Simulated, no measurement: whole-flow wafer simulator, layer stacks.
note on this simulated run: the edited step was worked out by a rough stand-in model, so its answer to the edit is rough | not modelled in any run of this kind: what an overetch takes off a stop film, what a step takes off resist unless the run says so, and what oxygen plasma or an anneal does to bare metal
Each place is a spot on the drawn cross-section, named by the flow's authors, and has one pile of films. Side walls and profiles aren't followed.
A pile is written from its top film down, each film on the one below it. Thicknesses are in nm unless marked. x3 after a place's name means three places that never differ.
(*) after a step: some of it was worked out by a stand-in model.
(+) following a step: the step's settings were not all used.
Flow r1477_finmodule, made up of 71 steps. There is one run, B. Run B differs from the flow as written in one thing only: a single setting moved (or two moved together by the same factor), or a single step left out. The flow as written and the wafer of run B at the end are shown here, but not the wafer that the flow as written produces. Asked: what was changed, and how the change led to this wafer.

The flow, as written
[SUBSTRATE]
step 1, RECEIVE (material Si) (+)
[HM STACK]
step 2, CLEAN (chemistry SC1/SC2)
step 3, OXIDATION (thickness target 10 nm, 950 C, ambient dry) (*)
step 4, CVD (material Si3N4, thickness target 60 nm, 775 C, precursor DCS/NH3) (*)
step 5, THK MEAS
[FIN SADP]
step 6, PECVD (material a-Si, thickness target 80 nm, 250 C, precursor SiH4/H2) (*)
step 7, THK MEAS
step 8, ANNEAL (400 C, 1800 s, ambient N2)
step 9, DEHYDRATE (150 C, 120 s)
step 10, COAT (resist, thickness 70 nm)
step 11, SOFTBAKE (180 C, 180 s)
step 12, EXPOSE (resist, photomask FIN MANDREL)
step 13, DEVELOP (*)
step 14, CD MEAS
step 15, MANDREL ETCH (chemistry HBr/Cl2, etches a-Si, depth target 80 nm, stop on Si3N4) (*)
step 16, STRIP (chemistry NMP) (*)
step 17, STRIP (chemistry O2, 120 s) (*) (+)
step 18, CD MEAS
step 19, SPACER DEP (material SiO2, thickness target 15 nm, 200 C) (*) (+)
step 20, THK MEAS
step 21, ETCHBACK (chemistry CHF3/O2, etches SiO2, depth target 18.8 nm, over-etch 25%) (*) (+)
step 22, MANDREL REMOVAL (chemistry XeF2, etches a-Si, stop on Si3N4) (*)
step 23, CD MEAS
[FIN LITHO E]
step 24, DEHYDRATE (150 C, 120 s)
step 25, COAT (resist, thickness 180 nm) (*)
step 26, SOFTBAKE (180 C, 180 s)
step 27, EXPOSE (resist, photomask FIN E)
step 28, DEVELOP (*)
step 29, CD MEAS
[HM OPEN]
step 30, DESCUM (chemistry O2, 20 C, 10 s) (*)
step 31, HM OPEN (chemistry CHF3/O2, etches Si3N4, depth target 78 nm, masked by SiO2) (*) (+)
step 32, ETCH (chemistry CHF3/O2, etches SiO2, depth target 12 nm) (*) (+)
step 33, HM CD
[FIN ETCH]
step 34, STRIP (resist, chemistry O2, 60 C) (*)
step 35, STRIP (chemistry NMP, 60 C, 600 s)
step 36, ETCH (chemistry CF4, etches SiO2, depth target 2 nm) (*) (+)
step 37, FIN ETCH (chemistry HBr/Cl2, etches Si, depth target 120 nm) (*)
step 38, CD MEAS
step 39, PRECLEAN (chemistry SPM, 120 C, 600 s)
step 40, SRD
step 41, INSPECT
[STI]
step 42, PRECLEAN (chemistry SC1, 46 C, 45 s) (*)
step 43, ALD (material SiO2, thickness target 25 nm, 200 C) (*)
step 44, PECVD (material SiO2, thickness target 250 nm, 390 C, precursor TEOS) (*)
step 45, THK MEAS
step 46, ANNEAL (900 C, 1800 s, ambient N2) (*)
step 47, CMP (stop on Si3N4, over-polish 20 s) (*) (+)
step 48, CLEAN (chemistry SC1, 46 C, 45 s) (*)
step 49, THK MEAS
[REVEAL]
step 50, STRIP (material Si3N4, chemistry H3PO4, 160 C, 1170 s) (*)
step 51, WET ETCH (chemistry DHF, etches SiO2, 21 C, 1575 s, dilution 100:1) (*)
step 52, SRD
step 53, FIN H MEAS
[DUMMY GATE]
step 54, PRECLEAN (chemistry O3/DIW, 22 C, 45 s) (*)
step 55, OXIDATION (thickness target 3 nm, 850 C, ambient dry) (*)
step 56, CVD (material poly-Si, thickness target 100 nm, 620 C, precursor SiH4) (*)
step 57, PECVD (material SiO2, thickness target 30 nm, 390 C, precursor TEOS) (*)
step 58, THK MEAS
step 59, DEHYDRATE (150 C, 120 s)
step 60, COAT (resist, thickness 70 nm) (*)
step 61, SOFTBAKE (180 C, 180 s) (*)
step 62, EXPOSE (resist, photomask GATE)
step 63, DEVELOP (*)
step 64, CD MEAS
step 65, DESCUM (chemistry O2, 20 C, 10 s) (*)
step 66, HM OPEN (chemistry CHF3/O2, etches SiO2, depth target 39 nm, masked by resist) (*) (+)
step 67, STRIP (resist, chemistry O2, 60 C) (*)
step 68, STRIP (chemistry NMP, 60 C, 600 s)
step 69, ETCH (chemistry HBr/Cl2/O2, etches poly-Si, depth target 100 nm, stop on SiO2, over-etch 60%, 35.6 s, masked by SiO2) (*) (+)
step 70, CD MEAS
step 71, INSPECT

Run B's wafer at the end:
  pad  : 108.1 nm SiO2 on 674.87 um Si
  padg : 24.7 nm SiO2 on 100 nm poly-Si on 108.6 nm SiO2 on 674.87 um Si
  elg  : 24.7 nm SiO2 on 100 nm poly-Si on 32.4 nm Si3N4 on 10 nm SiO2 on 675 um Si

What caused this: step 51, WET ETCH: 19.43 C was run, though the flow has 21 C.

The path from the change to this, step by step:
  step 51, WET ETCH (chemistry DHF, etches SiO2, 21 C, 1575 s, dilution 100:1) (*)
      pad, padg, e40sg and 12 more: -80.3 SiO2 (it would be, as written: -85.7 SiO2)
      elg, e40lg, e100lg, e200lg, elo, e40lo, e100lo, e200lo: -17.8 SiO2 (all of it), -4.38 Si3N4 (it would be, as written: -17.8 SiO2 (all of it), -4.97 Si3N4)
      (also at 7 further places)
  step 56, CVD (material poly-Si, thickness target 100 nm, 620 C, precursor SiH4) (*)
      s40cg, s40co: +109 poly-Si (new film) (it would be, as written: +113.9 poly-Si (new film))
      s45cg, s45co: +108.5 poly-Si (new film) (it would be, as written: +113.4 poly-Si (new film))
      (also at 3 further places)
  step 60, COAT (resist, thickness 70 nm) (*)
      e40sg, eso, e40so: +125 resist (new film) (it would be, as written: +129.5 resist (new film))
      e100sg, e100so: +124.9 resist (new film) (it would be, as written: +129.4 resist (new film))
      (also at 8 further places)
  step 63, DEVELOP (*)
      eso, e40so: -125 resist (all of it) (it would be, as written: -129.5 resist (all of it))
      e100so: -124.9 resist (all of it) (it would be, as written: -129.4 resist (all of it))
      (also at 4 further places)
  step 67, STRIP (resist, chemistry O2, 60 C) (*)
      e40sg: -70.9 resist (all of it) (it would be, as written: -75.4 resist (all of it))
      e100sg: -70.8 resist (all of it) (it would be, as written: -75.3 resist (all of it))
      (also at 4 further places)
  step 69, ETCH (chemistry HBr/Cl2/O2, etches poly-Si, depth target 100 nm, stop on SiO2, over-etch 60%, 35.6 s, masked by SiO2) (*) (+)
      s40co: -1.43 chemical SiO2 (all of it), -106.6 poly-Si (all of it), -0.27 SiO2 (it would be, as written: -1.46 chemical SiO2 (all of it), -111.5 poly-Si (all of it), -0.24 SiO2)
      s45co: -1.43 chemical SiO2 (all of it), -106 poly-Si (all of it), -0.27 SiO2 (it would be, as written: -1.46 chemical SiO2 (all of it), -110.9 poly-Si (all of it), -0.25 SiO2)
      (also at 1 further place)
